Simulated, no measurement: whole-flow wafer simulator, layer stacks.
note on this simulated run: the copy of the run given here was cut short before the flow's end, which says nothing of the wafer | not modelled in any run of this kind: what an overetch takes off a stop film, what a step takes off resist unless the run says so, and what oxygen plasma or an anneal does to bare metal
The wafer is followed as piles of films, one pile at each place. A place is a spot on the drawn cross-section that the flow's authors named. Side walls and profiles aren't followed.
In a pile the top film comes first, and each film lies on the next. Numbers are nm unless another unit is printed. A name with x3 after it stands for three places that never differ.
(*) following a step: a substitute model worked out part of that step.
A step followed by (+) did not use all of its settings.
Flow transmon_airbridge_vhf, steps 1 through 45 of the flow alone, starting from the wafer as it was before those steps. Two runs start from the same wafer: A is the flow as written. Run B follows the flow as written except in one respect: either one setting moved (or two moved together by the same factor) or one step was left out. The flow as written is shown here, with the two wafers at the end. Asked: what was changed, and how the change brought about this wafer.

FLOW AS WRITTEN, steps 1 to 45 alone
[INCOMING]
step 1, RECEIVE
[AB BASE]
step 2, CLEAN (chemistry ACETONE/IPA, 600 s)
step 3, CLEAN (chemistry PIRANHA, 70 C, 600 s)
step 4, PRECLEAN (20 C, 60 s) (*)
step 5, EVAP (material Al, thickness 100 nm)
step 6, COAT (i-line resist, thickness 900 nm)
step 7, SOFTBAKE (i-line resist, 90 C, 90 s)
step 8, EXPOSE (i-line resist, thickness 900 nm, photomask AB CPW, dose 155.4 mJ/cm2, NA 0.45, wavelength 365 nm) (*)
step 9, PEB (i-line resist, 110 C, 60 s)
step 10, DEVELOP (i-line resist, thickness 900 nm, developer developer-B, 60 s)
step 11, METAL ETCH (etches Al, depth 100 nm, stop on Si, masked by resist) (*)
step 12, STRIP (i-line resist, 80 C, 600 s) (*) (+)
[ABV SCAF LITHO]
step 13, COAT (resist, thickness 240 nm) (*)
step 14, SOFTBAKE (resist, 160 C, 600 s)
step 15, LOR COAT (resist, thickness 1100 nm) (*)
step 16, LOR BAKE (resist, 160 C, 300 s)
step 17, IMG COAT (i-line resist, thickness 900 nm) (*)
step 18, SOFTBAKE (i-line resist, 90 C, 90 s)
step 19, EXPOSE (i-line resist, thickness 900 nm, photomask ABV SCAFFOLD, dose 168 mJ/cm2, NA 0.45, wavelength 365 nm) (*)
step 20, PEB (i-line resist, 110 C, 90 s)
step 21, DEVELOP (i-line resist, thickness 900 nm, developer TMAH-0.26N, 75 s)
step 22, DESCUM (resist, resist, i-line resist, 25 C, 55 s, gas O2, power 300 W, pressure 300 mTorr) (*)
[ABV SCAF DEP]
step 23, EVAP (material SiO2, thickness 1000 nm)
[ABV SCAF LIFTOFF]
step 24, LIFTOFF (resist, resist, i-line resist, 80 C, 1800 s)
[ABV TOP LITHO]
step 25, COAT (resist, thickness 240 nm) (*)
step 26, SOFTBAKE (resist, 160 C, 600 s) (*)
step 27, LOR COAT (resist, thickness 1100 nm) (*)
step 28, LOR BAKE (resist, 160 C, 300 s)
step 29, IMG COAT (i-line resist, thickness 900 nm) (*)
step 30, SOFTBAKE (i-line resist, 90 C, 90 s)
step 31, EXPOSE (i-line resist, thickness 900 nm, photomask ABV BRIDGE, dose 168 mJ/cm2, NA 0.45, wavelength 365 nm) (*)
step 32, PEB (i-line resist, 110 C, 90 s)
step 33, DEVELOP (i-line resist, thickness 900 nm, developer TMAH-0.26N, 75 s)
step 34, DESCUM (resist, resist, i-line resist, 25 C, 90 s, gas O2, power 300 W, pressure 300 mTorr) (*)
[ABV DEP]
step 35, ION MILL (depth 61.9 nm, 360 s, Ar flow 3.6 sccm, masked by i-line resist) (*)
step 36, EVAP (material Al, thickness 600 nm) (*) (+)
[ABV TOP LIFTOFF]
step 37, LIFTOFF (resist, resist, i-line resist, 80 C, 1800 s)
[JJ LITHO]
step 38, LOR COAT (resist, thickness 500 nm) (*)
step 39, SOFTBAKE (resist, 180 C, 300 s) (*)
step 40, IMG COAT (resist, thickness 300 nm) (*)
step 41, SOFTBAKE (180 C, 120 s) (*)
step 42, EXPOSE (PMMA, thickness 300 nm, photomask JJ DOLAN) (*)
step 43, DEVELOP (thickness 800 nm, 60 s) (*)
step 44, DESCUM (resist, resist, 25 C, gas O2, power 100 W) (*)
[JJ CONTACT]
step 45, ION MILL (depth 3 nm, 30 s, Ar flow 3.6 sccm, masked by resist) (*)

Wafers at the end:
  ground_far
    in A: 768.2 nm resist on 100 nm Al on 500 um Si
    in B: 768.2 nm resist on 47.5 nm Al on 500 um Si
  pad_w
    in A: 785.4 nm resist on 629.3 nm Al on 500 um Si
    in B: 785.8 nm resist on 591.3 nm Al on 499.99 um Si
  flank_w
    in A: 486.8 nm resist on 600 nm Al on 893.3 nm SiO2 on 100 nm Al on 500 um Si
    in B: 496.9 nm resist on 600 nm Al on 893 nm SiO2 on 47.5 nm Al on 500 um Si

What caused this: step 5, EVAP: thickness 47.5 nm was run, whereas the flow has thickness 100 nm.
One can read it off the wafer: ground_far has Al 47.5, and step 5 as written asks for 100 nm.

Step by step, how the change led to this:
  step 5, EVAP (material Al, thickness 100 nm)
      field x3, jj_line, ground_far and 12 more: A +100 Al (new film) | B +47.5 Al (new film)
  step 11, METAL ETCH (etches Al, depth 100 nm, stop on Si, masked by resist) (*)
      ground_far, pad_w, flank_w and 8 more: A -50 i-line resist | B -35.6 i-line resist
      field x3, jj_line, gap_w, gap_e: A -100 Al (all of it) | B -47.5 Al (all of it)
  step 13, COAT (resist, thickness 240 nm) (*)
      flank_w, flank_e: A +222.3 resist (new film) | B +230.7 resist (new film)
      gap_w, gap_e: A +251.7 resist (new film) | B +246 resist (new film)
  step 22, DESCUM (resist, resist, i-line resist, 25 C, 55 s, gas O2, power 300 W, pressure 300 mTorr) (*)
      flank_w, flank_e: A -222.3 resist (all of it) | B -230.7 resist (all of it)
      gap_w, gap_e: A -251.7 resist (all of it) | B -246 resist (all of it)
  step 25, COAT (resist, thickness 240 nm) (*)
      flank_w, flank_e: A +152.6 resist (new film) | B +159 resist (new film)
      gap_w, gap_e: A +210.7 resist (new film) | B +205 resist (new film)
  step 29, IMG COAT (i-line resist, thickness 900 nm) (*)
      gap_w, gap_e: A +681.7 i-line resist (new film) | B +667.9 i-line resist (new film)
  step 32, PEB (i-line resist, 110 C, 90 s)
      gap_w, gap_e: A -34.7 i-line resist | B -34 i-line resist
  step 33, DEVELOP (i-line resist, thickness 900 nm, developer TMAH-0.26N, 75 s)
      gap_w, gap_e: A -646.9 i-line resist (all of it), -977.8 resist | B -633.9 i-line resist (all of it), -962.9 resist
  step 34, DESCUM (resist, resist, i-line resist, 25 C, 90 s, gas O2, power 300 W, pressure 300 mTorr) (*)
      flank_w, flank_e: A -152.6 resist (all of it) | B -159 resist (all of it)
      gap_w, gap_e: A -210.7 resist (all of it) | B -205 resist (all of it)
  step 35, ION MILL (depth 61.9 nm, 360 s, Ar flow 3.6 sccm, masked by i-line resist) (*)
      pad_w, pad_e: A -61.9 Al | B -47.5 Al (all of it), -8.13 Si
  step 36, EVAP (material Al, thickness 600 nm) (*) (+)
      pad_w, pad_e: A +591.2 Al | B +591.3 Al (new film)
  step 38, LOR COAT (resist, thickness 500 nm) (*)
      gap_w, gap_e: A +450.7 resist (new film) | B +441.5 resist (new film)
  step 40, IMG COAT (resist, thickness 300 nm) (*)
      flank_w, flank_e: A +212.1 resist | B +219.6 resist
